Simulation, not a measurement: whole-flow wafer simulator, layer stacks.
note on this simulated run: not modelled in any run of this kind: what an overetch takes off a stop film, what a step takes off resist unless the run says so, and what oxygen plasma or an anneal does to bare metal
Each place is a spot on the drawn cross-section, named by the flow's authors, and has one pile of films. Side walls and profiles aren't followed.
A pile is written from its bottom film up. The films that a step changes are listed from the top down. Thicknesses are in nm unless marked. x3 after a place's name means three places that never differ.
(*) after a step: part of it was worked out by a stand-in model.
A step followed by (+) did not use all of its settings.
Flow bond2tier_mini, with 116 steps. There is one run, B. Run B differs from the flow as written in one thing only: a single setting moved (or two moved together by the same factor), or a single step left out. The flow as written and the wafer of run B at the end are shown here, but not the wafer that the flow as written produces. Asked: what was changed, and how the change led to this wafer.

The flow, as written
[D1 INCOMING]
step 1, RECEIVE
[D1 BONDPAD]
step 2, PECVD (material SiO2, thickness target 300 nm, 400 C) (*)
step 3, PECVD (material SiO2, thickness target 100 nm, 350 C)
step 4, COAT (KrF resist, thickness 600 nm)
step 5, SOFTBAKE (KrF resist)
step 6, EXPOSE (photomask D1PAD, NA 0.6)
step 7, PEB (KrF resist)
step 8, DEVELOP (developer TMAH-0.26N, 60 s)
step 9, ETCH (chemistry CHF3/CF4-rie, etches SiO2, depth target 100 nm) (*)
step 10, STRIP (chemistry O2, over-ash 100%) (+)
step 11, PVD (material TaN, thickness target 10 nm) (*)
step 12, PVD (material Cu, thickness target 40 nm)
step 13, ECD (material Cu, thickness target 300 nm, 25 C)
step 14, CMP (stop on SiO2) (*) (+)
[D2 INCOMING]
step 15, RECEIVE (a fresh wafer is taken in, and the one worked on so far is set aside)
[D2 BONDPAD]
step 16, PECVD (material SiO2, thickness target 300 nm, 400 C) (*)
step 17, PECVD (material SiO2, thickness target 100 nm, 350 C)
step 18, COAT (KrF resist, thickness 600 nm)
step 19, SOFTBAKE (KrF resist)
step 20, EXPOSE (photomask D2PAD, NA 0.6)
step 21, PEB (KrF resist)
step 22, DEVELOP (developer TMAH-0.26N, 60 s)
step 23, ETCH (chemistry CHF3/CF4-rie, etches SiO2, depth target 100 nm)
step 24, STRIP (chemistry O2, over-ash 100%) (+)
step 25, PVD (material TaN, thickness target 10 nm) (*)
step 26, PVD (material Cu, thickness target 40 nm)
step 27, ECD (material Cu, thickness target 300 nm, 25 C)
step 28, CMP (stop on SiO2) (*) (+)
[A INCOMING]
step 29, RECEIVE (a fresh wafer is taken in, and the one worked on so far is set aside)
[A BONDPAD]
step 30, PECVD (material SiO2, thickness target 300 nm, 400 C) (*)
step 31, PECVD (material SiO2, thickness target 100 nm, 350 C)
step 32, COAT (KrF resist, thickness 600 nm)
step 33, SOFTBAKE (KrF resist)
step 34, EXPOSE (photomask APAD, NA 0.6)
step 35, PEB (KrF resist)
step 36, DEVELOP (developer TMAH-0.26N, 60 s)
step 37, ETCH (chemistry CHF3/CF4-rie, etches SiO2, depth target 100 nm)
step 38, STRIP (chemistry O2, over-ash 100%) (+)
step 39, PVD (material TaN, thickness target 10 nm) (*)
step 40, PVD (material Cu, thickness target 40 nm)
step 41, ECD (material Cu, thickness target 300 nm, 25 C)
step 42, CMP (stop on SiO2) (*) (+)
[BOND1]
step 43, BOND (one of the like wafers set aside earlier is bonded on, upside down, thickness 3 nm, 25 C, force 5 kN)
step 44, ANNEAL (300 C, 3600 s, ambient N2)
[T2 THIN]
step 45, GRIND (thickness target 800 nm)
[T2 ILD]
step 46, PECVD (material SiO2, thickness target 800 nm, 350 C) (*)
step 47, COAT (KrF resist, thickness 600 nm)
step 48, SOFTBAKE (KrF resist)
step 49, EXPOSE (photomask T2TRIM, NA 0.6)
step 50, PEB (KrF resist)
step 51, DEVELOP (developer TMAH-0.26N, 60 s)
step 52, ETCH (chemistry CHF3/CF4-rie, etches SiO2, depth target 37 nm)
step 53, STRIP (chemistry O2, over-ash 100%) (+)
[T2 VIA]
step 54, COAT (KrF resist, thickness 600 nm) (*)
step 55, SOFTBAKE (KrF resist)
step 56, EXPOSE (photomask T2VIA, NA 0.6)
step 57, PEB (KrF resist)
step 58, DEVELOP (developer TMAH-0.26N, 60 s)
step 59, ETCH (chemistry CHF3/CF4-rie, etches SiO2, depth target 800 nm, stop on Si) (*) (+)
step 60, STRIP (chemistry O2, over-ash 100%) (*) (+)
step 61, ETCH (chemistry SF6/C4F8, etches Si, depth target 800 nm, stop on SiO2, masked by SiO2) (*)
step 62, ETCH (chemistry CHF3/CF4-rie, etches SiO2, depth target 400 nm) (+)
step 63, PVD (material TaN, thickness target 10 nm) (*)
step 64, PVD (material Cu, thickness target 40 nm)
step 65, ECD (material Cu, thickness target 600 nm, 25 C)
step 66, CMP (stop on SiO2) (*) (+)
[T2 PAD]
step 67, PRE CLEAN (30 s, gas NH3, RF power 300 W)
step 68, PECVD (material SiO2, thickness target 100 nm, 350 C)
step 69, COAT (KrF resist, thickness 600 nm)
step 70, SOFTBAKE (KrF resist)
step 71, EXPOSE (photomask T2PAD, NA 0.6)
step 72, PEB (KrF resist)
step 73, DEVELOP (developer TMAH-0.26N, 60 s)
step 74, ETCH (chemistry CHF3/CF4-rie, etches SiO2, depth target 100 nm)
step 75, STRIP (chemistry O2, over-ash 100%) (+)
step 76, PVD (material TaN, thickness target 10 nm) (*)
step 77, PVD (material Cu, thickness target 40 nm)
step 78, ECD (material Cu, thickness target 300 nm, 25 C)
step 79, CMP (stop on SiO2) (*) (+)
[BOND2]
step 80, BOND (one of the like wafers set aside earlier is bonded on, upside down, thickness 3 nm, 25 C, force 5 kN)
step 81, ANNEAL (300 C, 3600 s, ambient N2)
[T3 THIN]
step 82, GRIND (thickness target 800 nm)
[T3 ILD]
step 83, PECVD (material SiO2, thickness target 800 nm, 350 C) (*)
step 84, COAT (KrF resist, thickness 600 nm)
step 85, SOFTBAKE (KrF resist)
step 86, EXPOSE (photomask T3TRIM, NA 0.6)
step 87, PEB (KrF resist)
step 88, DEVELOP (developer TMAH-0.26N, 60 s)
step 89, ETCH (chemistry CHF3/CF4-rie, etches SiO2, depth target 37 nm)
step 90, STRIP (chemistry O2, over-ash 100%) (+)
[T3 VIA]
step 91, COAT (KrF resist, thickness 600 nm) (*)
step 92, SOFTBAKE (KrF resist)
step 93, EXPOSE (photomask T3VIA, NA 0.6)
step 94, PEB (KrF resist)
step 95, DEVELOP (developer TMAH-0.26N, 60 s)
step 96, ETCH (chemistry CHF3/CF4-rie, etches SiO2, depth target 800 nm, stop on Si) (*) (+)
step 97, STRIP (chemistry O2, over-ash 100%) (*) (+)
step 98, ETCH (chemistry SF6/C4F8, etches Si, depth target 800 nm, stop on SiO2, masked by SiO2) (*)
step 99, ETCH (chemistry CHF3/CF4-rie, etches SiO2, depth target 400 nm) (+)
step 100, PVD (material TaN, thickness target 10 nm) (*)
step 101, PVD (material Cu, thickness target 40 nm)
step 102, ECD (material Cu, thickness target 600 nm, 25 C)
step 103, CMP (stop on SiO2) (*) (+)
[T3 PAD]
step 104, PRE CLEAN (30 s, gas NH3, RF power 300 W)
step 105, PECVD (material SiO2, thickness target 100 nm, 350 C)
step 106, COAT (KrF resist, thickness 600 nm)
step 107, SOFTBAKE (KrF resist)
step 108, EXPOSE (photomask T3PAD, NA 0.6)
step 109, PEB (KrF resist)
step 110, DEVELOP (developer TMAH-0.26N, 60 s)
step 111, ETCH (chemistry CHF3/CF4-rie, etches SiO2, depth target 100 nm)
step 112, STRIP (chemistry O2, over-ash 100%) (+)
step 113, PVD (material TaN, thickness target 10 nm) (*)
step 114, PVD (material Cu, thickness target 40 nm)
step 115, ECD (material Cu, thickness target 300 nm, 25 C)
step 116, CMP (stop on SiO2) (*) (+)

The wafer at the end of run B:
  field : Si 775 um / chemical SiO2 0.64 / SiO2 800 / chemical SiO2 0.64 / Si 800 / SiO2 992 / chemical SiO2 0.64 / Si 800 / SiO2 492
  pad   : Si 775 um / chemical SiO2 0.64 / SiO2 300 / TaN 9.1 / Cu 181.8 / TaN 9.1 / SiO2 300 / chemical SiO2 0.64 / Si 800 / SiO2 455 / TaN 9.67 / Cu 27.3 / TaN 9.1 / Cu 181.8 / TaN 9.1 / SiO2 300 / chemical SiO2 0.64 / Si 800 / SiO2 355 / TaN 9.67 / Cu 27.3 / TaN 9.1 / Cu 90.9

The reason: step 62, ETCH: depth target 300 nm was run, though the flow has depth target 400 nm.

Step by step, how the change led to this:
  step 62, ETCH (chemistry CHF3/CF4-rie, etches SiO2, depth target 400 nm) (+)
      field, pad: -300 SiO2 (it would be, as written: -400 SiO2)
